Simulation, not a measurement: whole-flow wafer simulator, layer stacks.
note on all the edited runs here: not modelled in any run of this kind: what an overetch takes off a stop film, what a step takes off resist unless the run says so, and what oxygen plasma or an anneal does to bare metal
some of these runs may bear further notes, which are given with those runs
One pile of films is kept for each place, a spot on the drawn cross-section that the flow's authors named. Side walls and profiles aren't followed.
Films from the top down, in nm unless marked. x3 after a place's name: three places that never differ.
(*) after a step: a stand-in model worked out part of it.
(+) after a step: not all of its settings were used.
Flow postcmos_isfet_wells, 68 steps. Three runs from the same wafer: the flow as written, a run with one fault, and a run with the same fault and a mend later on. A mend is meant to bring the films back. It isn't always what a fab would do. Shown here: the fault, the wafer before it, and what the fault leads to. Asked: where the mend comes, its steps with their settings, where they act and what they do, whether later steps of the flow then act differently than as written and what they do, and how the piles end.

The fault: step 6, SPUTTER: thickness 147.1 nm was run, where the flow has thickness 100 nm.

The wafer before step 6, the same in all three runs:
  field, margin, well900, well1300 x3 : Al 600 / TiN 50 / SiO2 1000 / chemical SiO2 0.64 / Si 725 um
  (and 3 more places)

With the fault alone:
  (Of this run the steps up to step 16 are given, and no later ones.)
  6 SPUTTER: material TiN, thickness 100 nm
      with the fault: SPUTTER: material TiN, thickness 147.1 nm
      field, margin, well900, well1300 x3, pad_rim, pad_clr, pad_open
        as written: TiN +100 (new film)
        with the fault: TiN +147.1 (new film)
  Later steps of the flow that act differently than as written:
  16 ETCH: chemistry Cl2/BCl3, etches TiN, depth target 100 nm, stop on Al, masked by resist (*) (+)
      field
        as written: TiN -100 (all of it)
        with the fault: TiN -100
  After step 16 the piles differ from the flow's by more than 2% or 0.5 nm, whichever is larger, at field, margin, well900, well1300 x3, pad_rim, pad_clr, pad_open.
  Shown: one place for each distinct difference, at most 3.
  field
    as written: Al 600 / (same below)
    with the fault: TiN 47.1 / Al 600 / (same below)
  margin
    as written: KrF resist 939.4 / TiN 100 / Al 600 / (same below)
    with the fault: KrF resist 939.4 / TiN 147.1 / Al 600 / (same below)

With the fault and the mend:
  The mend comes after step 6.
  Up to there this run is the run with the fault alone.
  6a ETCH: chemistry peroxide tin strip, depth target 169.2 nm
      field, margin, well900, well1300 x3, pad_rim, pad_clr, pad_open
        TiN -147.1 (all of it)
  6b SPUTTER: material TiN, thickness 100 nm (the flow's step 6 once more)
      field, margin, well900, well1300 x3, pad_rim, pad_clr, pad_open
        TiN +100 (new film)
  No later step of the flow acts differently than as written at any place that is followed.
  At the end the piles are the same as the flow's at every place that both follow.
